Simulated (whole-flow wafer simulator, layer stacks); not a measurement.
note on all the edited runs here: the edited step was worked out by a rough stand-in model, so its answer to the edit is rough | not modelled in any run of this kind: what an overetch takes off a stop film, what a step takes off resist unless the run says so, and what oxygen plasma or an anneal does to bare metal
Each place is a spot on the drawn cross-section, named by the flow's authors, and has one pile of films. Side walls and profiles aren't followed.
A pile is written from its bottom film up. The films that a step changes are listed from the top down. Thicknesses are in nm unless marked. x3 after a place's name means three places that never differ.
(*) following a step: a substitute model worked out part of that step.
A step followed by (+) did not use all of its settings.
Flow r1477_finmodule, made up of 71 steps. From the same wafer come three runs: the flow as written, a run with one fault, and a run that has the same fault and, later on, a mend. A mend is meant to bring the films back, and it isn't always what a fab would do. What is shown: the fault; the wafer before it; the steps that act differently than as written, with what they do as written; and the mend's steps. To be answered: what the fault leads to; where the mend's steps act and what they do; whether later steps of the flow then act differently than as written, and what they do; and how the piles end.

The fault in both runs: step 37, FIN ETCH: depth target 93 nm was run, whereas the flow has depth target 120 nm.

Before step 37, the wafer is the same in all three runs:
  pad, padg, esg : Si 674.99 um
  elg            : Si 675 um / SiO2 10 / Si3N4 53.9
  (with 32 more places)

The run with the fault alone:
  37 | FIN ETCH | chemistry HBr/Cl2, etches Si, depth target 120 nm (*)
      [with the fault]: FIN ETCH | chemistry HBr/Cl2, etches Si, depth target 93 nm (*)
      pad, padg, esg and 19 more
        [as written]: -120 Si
        [with the fault]: -93 Si
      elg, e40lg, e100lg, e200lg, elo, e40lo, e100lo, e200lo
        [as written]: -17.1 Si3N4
        [with the fault]: -13.3 Si3N4
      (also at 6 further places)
  Steps further on in the flow that do not act as written (not shown: 3 more steps that differ only slightly, by at most 2% or 0.5 nm, whichever is larger):
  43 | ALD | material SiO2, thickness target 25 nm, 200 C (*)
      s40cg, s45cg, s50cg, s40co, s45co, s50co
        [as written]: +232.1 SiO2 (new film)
        [with the fault]: +207.2 SiO2 (new film)
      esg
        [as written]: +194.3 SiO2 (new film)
        [with the fault]: +171.1 SiO2 (new film)
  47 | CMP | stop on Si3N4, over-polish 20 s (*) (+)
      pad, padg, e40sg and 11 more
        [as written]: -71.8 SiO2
        [with the fault]: -98.8 SiO2
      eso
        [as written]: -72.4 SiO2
        [with the fault]: -99.4 SiO2
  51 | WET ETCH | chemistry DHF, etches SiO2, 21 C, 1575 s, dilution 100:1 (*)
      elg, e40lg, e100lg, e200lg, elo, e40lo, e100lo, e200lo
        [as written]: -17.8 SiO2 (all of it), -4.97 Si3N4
        [with the fault]: -14 SiO2 (all of it), -5.28 Si3N4
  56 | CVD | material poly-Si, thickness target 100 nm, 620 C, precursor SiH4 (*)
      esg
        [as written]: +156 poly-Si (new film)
        [with the fault]: +159.5 poly-Si (new film)
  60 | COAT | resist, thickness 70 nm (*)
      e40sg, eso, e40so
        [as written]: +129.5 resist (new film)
        [with the fault]: +132.8 resist (new film)
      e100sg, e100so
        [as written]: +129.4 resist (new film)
        [with the fault]: +132.8 resist (new film)
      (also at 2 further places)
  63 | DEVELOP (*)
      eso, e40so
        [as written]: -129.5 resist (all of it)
        [with the fault]: -132.8 resist (all of it)
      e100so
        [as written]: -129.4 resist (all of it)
        [with the fault]: -132.8 resist (all of it)
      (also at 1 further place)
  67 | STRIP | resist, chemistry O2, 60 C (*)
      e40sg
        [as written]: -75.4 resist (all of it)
        [with the fault]: -78.7 resist (all of it)
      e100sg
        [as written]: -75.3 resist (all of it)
        [with the fault]: -78.6 resist (all of it)
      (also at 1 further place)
  By the end, the piles at pad, padg, elg and 27 more depart from the flow's by more than 2% or 0.5 nm, whichever is larger.
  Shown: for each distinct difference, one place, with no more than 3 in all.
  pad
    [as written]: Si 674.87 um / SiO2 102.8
    [with the fault]: Si 674.9 um / SiO2 75.9
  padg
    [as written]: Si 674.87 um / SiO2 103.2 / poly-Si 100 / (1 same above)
    [with the fault]: Si 674.9 um / SiO2 76.3 / poly-Si 100 / (1 same above)
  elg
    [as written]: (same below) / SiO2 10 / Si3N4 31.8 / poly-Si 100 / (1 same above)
    [with the fault]: (same below) / SiO2 10 / Si3N4 35.3 / poly-Si 100 / (1 same above)

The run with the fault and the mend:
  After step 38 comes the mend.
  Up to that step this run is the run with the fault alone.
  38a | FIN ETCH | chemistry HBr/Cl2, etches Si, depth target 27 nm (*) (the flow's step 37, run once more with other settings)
      pad, padg, esg and 19 more
        -27 Si
      elg, e40lg, e100lg, e200lg, elo, e40lo, e100lo, e200lo
        -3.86 Si3N4
      s40sg_line, s45sg_line, s50sg_line, s40so_line, s45so_line, s50so_line
        -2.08 SiO2
  Later steps of the flow that are run all act as written at every place that is followed.
  At every place that both follow, the piles at the end match the flow's.
